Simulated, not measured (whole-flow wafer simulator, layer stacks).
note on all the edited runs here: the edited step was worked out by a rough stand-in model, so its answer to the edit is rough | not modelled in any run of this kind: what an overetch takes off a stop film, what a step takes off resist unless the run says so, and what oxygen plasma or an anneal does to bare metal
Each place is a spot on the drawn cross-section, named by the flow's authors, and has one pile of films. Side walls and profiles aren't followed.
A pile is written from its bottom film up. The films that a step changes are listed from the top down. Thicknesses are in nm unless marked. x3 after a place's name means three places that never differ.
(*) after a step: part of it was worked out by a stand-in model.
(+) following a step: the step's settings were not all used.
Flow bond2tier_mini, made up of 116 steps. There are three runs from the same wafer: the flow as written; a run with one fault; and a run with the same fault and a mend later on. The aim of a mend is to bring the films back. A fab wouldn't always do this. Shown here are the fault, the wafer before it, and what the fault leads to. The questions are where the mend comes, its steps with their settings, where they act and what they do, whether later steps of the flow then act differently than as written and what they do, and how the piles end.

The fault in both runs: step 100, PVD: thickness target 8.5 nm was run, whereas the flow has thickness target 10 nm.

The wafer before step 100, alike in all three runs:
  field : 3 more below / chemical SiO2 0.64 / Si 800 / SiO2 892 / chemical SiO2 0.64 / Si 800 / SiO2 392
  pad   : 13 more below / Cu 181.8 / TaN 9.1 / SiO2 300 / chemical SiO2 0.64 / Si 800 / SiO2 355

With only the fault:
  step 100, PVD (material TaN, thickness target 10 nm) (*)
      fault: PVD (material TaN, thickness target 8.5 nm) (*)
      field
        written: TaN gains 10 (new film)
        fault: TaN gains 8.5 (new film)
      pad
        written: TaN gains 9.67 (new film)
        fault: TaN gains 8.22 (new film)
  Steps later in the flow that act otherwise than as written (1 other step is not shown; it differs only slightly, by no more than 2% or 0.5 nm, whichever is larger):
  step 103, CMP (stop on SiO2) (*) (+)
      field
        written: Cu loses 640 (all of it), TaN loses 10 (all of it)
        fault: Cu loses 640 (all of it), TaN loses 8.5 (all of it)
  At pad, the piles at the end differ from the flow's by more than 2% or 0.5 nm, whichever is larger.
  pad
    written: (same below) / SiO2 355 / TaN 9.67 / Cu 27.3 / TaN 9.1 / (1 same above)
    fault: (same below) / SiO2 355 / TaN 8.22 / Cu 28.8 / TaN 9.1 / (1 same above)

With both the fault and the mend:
  After step 100 comes the mend.
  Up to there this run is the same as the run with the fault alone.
  step 100a, PVD (material TaN, thickness target 1.5 nm) (*) (the flow's step 100, run once more with other settings)
      field
        TaN gains 1.5
      pad
        TaN gains 1.45
  Every later step of the flow that is run acts as written at every place that is followed.
  By the end, the piles equal the flow's at every place that both follow.
